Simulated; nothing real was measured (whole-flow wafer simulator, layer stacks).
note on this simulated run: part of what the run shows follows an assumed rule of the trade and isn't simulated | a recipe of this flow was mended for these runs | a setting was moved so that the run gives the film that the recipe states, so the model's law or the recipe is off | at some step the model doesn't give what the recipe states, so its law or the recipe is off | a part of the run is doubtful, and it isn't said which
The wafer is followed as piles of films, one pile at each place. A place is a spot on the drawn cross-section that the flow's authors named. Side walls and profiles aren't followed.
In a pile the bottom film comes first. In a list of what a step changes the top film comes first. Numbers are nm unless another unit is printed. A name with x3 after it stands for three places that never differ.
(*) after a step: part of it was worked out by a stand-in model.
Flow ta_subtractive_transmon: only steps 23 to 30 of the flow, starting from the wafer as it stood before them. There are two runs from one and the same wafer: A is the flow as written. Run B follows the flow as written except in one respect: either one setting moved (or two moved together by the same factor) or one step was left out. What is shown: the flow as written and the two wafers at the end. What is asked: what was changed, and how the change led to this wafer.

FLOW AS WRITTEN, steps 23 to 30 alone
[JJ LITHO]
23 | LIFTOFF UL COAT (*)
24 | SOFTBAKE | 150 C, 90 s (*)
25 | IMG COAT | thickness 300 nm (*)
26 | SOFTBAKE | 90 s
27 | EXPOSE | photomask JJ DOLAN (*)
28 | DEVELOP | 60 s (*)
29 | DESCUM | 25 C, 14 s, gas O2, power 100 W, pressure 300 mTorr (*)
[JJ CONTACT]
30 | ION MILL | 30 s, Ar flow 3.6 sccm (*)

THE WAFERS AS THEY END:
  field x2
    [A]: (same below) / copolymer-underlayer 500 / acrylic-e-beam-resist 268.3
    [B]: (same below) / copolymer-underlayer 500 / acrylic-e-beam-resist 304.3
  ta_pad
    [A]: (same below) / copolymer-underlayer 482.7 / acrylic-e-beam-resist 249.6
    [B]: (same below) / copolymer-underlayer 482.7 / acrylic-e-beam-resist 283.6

The reason: step 25, IMG COAT: thickness 336 nm was run, though the flow has thickness 300 nm.

Step by step, how the change led to this:
  25 | IMG COAT | thickness 300 nm (*)
      field x2, jj_line: A acrylic-e-beam-resist gains 300 (new film) | B acrylic-e-beam-resist gains 336 (new film)
      lead: A acrylic-e-beam-resist gains 312.5 (new film) | B acrylic-e-beam-resist gains 349.6 (new film)
      (and at 2 other places as well)
  28 | DEVELOP | 60 s (*)
      jj_line: A acrylic-e-beam-resist loses 300 (all of it), copolymer-underlayer loses 500 (all of it) | B acrylic-e-beam-resist loses 336 (all of it), copolymer-underlayer loses 500 (all of it)
      lead: A acrylic-e-beam-resist loses 312.5 (all of it), copolymer-underlayer loses 554.7 (all of it) | B acrylic-e-beam-resist loses 349.6 (all of it), copolymer-underlayer loses 554.7 (all of it)
      (and at 1 other place as well)
